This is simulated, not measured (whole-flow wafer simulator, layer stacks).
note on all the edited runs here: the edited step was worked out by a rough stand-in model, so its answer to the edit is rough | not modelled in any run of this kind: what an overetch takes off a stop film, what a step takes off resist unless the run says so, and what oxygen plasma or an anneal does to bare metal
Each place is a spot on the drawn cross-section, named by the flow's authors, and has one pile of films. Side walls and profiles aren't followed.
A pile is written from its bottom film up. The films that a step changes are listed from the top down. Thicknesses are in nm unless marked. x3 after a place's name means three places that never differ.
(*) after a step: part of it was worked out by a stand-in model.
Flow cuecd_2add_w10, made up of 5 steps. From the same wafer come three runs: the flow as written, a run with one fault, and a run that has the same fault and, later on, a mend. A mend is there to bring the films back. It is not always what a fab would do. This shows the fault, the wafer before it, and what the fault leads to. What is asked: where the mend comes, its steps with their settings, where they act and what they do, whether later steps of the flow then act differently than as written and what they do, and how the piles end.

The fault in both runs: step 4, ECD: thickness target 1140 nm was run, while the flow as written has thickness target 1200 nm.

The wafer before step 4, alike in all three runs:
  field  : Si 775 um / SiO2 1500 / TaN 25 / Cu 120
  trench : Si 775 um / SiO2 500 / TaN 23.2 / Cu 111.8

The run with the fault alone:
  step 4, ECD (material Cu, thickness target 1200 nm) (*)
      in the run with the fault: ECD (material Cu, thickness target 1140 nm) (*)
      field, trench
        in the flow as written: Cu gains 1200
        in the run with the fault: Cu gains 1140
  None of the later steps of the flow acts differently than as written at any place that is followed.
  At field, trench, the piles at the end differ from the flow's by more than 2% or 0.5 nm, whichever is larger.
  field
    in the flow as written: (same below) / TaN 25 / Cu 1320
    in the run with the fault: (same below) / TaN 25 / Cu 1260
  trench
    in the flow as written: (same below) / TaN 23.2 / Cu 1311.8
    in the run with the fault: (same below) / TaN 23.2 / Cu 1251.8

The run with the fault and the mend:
  After step 5 comes the mend.
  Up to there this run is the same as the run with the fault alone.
  step 5a, ECD (material Cu, thickness target 60 nm) (*) (the flow's step 4 again, with other settings)
      field, trench
        Cu gains 60
  None of the later steps of the flow acts differently than as written at any place that is followed.
  The piles end the same as the flow's at every place that both follow.
